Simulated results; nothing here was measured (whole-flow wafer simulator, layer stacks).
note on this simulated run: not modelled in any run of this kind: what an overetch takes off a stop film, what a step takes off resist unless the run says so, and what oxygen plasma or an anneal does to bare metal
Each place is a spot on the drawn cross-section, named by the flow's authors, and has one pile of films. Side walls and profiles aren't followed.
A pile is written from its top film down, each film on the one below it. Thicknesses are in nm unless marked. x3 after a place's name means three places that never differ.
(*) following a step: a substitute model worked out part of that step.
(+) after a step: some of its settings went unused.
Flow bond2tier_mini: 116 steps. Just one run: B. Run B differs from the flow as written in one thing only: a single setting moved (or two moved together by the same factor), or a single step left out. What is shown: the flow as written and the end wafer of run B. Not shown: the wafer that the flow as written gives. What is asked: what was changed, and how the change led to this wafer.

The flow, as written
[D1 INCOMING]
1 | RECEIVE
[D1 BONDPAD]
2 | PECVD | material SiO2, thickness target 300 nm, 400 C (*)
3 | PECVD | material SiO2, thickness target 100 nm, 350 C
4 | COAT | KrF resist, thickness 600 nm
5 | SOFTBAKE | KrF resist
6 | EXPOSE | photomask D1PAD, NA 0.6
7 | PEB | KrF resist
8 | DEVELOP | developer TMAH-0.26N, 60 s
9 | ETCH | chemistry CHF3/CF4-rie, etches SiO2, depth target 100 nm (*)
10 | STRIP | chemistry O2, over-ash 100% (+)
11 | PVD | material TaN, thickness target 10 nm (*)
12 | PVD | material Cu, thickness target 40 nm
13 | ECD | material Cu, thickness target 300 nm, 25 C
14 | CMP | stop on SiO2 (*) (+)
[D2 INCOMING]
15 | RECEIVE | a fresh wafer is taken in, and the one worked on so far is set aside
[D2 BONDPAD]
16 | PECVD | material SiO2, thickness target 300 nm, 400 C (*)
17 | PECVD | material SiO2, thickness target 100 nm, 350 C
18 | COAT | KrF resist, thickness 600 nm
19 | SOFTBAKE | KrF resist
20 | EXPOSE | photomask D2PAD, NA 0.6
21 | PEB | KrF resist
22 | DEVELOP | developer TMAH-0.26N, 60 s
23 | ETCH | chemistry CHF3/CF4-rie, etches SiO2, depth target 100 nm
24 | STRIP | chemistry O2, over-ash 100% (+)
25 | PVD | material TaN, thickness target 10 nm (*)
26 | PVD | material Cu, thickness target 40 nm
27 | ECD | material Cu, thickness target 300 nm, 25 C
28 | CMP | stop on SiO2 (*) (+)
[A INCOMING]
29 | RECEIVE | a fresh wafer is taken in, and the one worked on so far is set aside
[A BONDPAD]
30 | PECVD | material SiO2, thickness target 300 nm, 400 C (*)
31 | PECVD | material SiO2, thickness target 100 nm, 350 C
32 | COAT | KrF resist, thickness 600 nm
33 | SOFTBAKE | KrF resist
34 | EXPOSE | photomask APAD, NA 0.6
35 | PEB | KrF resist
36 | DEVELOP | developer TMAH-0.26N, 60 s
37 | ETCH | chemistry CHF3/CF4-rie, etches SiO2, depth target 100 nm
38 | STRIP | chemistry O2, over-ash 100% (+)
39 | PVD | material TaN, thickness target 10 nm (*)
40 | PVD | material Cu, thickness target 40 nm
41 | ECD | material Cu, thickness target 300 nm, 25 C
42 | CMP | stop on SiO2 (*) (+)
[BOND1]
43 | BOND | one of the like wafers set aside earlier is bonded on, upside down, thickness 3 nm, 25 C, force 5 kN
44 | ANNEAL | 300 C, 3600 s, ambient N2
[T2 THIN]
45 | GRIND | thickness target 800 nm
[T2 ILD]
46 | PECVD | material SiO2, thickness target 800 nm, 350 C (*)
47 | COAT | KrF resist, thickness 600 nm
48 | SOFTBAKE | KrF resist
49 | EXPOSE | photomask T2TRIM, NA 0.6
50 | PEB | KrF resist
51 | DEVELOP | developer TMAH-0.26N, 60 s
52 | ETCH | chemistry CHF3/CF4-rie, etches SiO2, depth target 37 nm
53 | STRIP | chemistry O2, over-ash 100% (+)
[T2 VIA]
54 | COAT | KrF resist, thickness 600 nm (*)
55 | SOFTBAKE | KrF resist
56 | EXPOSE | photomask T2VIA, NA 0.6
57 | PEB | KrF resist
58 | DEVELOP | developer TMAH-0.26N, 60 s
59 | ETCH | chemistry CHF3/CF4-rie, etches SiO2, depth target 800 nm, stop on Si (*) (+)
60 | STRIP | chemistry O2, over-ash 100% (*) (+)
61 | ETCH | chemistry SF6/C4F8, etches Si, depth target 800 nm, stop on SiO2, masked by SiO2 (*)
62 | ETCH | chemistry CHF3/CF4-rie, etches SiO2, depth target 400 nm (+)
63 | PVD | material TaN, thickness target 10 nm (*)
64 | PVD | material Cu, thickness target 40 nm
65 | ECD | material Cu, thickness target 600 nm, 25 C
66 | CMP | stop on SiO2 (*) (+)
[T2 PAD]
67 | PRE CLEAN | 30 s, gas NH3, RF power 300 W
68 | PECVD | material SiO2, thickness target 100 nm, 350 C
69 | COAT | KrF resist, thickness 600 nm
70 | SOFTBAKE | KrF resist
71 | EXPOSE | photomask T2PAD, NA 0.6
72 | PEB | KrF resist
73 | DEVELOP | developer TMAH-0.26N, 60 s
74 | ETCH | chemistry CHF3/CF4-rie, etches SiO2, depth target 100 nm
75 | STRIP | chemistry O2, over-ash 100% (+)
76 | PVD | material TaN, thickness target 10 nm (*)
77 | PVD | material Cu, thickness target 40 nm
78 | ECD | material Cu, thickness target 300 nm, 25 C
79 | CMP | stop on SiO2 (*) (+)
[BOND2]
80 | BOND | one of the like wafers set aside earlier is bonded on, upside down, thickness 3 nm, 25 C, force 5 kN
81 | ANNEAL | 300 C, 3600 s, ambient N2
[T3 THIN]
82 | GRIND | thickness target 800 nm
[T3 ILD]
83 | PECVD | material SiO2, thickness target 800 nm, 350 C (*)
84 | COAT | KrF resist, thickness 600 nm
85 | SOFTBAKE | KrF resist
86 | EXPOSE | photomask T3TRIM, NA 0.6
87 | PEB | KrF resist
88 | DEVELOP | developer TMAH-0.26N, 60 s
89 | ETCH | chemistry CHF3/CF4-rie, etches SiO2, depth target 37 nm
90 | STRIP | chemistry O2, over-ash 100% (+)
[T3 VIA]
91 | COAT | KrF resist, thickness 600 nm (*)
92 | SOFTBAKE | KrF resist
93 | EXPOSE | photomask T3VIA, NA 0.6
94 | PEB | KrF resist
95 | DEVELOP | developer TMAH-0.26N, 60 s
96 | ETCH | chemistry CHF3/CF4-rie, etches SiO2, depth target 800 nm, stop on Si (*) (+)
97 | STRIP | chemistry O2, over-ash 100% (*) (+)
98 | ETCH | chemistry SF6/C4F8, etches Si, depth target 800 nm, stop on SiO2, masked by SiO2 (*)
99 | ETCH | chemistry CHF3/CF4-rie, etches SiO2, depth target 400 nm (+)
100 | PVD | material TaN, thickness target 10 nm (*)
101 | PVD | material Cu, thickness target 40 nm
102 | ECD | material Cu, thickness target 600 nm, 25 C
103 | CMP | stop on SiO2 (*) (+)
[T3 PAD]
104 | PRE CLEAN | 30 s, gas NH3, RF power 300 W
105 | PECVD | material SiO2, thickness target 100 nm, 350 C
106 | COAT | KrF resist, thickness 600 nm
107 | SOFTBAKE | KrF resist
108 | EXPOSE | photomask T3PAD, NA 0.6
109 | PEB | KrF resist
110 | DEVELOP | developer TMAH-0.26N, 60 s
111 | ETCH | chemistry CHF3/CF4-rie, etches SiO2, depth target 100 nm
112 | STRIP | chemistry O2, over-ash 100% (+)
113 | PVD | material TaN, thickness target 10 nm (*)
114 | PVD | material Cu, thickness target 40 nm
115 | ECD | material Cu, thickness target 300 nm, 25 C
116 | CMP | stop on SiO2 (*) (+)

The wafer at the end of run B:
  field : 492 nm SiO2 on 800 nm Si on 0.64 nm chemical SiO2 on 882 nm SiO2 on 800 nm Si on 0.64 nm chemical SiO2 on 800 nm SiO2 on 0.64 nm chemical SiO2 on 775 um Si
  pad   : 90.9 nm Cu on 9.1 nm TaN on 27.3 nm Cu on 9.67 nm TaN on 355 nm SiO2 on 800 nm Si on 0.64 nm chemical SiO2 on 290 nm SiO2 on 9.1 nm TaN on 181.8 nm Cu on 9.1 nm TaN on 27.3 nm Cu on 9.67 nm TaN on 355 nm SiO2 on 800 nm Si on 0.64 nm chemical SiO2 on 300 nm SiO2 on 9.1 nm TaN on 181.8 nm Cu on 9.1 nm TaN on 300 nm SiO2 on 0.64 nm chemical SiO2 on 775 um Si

The reason: step 17, PECVD: thickness target 90 nm was run, whereas the flow has thickness target 100 nm.

Step by step, how the change led to this:
  17 | PECVD | material SiO2, thickness target 100 nm, 350 C
      field, pad, via: +90 SiO2 (in the flow as written it would be: +100 SiO2)
  80 | BOND | one of the like wafers set aside earlier is bonded on, upside down, thickness 3 nm, 25 C, force 5 kN
      field: +775 um Si (new film), +0.64 chemical SiO2 (new film), +390 SiO2 (in the flow as written it would be: +775 um Si (new film), +0.64 chemical SiO2 (new film), +400 SiO2)
      pad: +775 um Si (new film), +0.64 chemical SiO2 (new film), +290 SiO2 (new film), +9.1 TaN (new film), +90.9 Cu (in the flow as written it would be: +775 um Si (new film), +0.64 chemical SiO2 (new film), +300 SiO2 (new film), +9.1 TaN (new film), +90.9 Cu)
